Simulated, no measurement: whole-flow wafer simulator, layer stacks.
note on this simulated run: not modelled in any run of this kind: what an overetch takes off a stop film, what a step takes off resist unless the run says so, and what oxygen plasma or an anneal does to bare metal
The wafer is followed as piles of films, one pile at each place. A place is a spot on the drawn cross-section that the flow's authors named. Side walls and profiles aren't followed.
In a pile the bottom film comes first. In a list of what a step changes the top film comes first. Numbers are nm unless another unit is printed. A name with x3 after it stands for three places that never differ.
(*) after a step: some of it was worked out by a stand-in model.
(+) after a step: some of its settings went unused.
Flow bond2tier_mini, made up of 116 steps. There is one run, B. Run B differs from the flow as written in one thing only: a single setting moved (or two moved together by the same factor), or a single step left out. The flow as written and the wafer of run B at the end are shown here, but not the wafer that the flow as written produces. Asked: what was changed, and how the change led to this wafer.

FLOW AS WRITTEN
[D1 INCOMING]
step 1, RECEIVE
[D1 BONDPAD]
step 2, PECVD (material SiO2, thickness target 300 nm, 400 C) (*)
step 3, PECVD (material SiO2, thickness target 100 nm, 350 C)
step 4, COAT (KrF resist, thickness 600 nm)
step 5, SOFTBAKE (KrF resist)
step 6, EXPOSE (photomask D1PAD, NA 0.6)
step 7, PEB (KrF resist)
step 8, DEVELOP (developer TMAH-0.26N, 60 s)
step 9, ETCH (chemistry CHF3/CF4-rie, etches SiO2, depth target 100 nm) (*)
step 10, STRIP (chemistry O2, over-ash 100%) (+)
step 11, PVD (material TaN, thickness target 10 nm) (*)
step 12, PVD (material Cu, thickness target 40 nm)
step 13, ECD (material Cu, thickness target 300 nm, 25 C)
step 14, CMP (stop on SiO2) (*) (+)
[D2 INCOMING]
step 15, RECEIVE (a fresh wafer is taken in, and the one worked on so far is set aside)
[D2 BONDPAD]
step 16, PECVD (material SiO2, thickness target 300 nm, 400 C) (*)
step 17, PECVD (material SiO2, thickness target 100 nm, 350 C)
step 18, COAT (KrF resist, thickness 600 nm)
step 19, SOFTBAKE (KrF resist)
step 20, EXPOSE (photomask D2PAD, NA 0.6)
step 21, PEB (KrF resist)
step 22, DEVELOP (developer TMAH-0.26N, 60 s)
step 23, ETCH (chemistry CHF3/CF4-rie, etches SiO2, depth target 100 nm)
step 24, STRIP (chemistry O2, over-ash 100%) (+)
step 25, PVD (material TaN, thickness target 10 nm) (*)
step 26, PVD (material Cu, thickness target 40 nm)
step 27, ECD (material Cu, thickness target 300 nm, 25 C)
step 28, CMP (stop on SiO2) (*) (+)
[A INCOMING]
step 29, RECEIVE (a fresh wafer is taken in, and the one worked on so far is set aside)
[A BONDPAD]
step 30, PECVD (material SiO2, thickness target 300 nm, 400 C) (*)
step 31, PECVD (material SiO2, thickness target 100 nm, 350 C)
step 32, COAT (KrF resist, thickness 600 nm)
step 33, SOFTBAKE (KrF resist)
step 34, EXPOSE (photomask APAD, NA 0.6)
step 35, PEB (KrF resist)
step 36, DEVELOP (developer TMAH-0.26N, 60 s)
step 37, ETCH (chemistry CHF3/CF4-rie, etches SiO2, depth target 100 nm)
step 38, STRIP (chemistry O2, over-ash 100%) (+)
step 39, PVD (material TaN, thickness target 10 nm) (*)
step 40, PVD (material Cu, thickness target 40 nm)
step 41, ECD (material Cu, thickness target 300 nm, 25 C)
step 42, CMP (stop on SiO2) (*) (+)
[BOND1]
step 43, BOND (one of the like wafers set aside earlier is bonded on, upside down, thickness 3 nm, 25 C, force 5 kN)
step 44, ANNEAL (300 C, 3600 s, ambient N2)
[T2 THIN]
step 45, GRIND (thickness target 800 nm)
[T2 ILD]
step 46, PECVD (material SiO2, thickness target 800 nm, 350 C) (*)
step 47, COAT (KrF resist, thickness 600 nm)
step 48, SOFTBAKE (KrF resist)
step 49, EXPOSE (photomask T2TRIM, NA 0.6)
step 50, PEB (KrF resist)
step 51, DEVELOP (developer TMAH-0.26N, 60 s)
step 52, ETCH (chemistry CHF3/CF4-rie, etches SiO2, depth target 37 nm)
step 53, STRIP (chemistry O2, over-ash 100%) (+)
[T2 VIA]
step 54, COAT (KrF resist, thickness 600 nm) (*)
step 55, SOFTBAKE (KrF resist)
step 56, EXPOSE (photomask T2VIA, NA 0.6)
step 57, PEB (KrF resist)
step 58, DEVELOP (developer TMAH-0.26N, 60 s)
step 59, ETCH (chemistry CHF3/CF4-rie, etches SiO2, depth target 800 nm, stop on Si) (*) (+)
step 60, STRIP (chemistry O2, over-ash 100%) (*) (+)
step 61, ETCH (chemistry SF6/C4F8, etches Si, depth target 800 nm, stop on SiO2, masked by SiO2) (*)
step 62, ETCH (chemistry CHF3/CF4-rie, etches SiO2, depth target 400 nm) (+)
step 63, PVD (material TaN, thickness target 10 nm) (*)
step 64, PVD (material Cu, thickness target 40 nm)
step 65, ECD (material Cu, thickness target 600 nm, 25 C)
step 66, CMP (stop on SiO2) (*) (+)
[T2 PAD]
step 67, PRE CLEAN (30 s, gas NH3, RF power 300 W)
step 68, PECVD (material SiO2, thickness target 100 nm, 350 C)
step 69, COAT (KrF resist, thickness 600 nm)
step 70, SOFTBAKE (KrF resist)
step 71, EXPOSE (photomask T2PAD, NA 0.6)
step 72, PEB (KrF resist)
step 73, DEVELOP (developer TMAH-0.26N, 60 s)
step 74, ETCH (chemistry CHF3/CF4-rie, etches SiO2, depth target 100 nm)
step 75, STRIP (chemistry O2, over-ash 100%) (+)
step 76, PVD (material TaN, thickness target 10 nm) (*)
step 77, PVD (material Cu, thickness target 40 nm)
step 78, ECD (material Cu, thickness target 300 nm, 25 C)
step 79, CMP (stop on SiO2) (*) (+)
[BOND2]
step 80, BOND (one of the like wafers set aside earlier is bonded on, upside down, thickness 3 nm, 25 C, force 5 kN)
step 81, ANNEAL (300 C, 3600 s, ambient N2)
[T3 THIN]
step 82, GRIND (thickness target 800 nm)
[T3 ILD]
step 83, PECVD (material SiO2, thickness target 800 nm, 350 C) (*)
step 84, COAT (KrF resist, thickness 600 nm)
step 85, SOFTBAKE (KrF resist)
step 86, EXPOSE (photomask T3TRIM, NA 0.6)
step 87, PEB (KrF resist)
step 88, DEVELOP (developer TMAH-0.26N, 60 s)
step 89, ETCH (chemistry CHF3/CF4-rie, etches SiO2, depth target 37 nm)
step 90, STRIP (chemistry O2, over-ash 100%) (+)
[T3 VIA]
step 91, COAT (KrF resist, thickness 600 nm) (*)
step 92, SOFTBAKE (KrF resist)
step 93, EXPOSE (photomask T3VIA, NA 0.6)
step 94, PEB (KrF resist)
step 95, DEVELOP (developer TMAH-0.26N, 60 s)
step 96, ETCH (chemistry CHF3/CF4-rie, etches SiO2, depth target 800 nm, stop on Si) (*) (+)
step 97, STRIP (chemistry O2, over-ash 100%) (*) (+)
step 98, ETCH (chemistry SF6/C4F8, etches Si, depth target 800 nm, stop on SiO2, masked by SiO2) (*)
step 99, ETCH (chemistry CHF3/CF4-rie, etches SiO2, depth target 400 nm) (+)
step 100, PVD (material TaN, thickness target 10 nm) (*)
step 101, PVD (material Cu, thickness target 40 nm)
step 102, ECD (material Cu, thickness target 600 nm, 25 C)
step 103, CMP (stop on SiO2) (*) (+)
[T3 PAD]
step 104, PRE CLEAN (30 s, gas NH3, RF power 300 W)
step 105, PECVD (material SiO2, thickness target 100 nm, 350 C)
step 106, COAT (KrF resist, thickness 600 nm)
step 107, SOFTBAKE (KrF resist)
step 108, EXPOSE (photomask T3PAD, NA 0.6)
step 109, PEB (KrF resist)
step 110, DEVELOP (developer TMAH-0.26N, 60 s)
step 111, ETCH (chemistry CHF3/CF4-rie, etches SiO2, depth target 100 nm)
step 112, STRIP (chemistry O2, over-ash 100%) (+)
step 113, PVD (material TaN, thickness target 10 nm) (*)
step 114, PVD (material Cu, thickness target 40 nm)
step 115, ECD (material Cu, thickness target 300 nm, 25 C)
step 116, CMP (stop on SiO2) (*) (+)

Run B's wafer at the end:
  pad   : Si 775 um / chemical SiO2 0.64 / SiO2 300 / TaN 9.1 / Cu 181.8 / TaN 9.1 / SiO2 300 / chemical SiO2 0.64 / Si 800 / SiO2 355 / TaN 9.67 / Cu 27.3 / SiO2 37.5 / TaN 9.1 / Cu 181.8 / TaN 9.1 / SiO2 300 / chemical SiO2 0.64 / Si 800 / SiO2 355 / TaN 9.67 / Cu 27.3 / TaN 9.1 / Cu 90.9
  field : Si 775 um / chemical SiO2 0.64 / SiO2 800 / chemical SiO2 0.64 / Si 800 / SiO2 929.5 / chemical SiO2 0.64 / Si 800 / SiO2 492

The reason: step 68, PECVD: thickness target 137.5 nm was run, whereas the flow has thickness target 100 nm.

How this came from the change, step by step:
  step 68, PECVD (material SiO2, thickness target 100 nm, 350 C)
      field: SiO2 gains 137.5 (as written it would have been: SiO2 gains 100)
      pad: SiO2 gains 137.5 (new film) (as written it would have been: SiO2 gains 100 (new film))
  step 74, ETCH (chemistry CHF3/CF4-rie, etches SiO2, depth target 100 nm)
      pad: SiO2 loses 100 (as written it would have been: SiO2 loses 100 (all of it))
With metal films that touch counted as one body, pad has 4 bodies (between them, from the top down: SiO2 355 / Si 800 / chemical SiO2 0.64 / SiO2 300; SiO2 37.5; SiO2 355 / Si 800 / chemical SiO2 0.64 / SiO2 300); the flow as written gives 3 bodies (between them, from the top down: SiO2 355 / Si 800 / chemical SiO2 0.64 / SiO2 300; SiO2 355 / Si 800 / chemical SiO2 0.64 / SiO2 300).
